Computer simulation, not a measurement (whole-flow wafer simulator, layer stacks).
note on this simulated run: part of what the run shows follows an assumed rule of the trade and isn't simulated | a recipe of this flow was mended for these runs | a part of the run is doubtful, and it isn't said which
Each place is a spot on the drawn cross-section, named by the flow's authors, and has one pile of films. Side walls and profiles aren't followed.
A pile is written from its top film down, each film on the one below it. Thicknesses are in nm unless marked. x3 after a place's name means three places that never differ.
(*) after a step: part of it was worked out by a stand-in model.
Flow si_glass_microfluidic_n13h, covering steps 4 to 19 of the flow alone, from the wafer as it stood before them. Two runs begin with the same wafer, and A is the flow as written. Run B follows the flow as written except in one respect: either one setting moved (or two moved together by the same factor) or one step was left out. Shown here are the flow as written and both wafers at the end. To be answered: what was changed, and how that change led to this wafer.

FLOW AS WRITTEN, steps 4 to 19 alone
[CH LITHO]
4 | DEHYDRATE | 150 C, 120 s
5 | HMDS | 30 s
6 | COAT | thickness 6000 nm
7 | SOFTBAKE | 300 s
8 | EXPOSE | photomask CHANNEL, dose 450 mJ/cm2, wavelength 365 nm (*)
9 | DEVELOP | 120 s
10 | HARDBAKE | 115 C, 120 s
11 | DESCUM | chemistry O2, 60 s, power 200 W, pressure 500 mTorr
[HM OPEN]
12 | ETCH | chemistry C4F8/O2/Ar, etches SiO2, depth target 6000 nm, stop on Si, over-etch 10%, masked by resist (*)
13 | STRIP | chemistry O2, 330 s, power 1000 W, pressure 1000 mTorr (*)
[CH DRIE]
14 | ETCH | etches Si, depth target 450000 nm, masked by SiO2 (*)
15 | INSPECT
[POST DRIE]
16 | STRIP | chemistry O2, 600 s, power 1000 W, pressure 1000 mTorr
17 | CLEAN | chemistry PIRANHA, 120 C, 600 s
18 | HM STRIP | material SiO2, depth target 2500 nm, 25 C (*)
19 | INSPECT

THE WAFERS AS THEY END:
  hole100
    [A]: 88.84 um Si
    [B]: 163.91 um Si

Cause: step 12, ETCH: depth target 5000 nm was run, though the flow has depth target 6000 nm.

How this came from the change, step by step:
  12 | ETCH | chemistry C4F8/O2/Ar, etches SiO2, depth target 6000 nm, stop on Si, over-etch 10%, masked by resist (*)
      hole100: A SiO2 loses 6000 (all of it), Si loses 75 | B SiO2 loses 5500
      land: A thick-i-line-resist loses 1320 | B thick-i-line-resist loses 1100
  13 | STRIP | chemistry O2, 330 s, power 1000 W, pressure 1000 mTorr (*)
      hole100: A chemical SiO2 gains 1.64 (new film), Si loses 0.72 | B nothing
      land: A thick-i-line-resist loses 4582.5 (all of it) | B thick-i-line-resist loses 4802.5 (all of it)
  14 | ETCH | etches Si, depth target 450000 nm, masked by SiO2 (*)
      hole100: A chemical SiO2 loses 1.64 (all of it), Si loses 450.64 um | B SiO2 loses 500 (all of it), Si loses 375.64 um
